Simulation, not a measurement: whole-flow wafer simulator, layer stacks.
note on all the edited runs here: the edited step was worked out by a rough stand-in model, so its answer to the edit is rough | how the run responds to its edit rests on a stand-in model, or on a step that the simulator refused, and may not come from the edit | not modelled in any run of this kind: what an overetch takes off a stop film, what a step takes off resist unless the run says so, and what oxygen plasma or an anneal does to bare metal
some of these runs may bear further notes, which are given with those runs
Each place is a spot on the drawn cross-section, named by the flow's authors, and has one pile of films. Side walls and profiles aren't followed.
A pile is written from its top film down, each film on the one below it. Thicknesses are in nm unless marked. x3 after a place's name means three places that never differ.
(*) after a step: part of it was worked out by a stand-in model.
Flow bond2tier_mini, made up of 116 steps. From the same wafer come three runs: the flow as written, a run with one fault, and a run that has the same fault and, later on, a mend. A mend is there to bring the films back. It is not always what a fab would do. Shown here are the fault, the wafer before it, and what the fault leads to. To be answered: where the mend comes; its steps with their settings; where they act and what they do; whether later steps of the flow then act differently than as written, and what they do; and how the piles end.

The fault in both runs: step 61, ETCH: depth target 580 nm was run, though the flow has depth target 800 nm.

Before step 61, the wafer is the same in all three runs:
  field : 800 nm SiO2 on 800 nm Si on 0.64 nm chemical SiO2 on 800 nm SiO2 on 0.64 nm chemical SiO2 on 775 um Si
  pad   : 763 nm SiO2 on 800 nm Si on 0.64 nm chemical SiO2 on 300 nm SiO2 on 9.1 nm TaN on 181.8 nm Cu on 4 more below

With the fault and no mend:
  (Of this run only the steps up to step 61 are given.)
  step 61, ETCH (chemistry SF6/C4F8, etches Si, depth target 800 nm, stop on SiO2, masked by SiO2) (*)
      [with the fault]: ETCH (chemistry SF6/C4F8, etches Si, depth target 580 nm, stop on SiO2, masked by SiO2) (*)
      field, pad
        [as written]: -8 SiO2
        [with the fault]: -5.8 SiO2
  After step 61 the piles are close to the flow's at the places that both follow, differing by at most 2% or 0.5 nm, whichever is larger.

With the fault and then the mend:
  The mend stands after step 61.
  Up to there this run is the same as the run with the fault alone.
  step 61a, ETCH (chemistry SF6/C4F8, etches Si, depth target 220 nm, stop on SiO2, masked by SiO2) (*) (the flow's step 61 again, with other settings)
      field, pad
        -2.2 SiO2
  Every later step of the flow that is run acts as written at every place that is followed.
  At every place that both follow, the piles at the end match the flow's.
